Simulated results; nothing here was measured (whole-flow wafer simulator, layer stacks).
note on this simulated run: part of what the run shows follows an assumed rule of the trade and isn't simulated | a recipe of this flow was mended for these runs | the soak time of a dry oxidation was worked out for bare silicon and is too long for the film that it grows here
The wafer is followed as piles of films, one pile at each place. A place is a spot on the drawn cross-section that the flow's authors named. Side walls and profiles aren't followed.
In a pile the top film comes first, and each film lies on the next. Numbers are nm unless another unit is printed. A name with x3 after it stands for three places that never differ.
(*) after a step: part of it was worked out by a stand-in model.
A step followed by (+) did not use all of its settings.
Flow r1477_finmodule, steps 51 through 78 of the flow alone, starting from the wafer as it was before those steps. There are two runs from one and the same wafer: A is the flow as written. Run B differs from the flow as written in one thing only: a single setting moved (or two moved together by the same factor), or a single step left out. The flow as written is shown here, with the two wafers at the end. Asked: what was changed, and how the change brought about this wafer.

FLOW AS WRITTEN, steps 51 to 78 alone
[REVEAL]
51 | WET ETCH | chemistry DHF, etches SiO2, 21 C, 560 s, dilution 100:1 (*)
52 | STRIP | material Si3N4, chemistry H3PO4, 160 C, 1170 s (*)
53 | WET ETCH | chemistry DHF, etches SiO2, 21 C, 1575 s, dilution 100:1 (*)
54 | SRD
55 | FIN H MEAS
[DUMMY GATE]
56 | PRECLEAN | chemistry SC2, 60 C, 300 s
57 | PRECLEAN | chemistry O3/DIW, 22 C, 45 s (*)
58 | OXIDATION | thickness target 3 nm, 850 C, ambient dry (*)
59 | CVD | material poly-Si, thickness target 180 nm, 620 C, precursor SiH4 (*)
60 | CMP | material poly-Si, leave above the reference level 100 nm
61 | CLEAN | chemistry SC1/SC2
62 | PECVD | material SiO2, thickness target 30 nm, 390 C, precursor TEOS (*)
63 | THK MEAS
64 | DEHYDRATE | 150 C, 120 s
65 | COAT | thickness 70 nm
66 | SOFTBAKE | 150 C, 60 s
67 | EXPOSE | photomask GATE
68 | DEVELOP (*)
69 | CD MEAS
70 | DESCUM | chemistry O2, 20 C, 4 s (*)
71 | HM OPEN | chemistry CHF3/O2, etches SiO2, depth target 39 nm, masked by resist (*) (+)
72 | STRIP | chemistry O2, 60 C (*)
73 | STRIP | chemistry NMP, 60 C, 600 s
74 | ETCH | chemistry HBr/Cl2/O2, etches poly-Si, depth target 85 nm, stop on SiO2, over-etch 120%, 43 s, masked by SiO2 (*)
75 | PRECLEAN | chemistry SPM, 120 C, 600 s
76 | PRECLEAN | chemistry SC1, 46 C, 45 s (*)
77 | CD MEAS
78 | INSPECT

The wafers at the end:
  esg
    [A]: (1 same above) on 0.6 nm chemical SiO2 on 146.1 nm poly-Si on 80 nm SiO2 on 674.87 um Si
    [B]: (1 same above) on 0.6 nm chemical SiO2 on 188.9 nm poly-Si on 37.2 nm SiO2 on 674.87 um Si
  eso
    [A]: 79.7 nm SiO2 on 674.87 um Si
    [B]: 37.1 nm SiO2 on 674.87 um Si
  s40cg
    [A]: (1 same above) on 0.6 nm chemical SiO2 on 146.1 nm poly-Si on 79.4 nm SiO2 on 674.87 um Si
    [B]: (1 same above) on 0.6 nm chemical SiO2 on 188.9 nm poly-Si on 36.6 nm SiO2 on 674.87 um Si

Cause: step 53, WET ETCH: 2431 s was run, whereas the flow has 1575 s.

How this came from the change, step by step:
  53 | WET ETCH | chemistry DHF, etches SiO2, 21 C, 1575 s, dilution 100:1 (*)
      esg, e40sg, e100sg and 17 more: A SiO2 loses 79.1 | B SiO2 loses 122.1
      pad, padg: A SiO2 loses 85.7 | B SiO2 loses 129.8
  59 | CVD | material poly-Si, thickness target 180 nm, 620 C, precursor SiH4 (*)
      esg, e40sg, e100sg and 15 more: A poly-Si gains 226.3 (new film) | B poly-Si gains 269.2 (new film)
      e200sg, e200so: A poly-Si gains 219.2 (new film) | B poly-Si gains 269.2 (new film)
  60 | CMP | material poly-Si, leave above the reference level 100 nm
      pad, padg: A poly-Si loses 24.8 | B nothing
      e200sg, e200so: A poly-Si loses 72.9 | B poly-Si loses 80
  74 | ETCH | chemistry HBr/Cl2/O2, etches poly-Si, depth target 85 nm, stop on SiO2, over-etch 120%, 43 s, masked by SiO2 (*)
      eso, e40so, e100so and 7 more: A chemical SiO2 loses 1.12 (all of it), poly-Si loses 143.9 (all of it), SiO2 loses 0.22 | B chemical SiO2 loses 1.12 (all of it), poly-Si loses 186.8 (all of it)
      pad: A chemical SiO2 loses 1.12 (all of it), poly-Si loses 152.8 (all of it), SiO2 loses 0.17 | B chemical SiO2 loses 1.12 (all of it), poly-Si loses 177.6 (all of it), SiO2 loses 0.05
